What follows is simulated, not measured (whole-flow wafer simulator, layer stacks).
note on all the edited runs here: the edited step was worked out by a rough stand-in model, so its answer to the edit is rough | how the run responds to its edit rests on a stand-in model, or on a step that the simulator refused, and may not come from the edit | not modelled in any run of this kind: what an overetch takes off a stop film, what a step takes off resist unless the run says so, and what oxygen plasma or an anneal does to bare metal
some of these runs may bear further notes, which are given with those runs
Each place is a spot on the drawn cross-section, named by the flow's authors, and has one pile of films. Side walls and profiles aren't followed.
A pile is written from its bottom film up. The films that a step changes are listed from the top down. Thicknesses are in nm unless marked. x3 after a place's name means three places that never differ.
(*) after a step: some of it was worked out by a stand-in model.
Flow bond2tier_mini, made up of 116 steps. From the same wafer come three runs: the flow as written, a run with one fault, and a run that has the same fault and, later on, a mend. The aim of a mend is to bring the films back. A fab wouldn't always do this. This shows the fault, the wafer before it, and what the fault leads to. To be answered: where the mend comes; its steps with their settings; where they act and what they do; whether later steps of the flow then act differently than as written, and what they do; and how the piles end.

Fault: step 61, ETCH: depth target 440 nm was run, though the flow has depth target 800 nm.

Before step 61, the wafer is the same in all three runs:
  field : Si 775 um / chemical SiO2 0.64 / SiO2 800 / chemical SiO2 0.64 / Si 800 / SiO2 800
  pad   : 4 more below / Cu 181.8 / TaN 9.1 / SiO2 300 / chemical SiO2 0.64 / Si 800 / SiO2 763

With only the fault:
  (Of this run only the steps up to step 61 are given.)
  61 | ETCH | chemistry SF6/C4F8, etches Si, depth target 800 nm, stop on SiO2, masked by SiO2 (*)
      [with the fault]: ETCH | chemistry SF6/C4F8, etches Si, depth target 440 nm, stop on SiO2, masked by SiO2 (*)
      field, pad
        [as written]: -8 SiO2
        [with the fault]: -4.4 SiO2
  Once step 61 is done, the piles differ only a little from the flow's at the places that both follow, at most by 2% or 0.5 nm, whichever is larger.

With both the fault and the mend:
  The mend stands after step 61.
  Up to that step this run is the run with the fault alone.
  61a | ETCH | chemistry SF6/C4F8, etches Si, depth target 360 nm, stop on SiO2, masked by SiO2 (*) (the flow's step 61 again, with other settings)
      field, pad
        -3.6 SiO2
  None of the later steps of the flow acts differently than as written at any place that is followed.
  At every place that both follow, the piles at the end match the flow's.
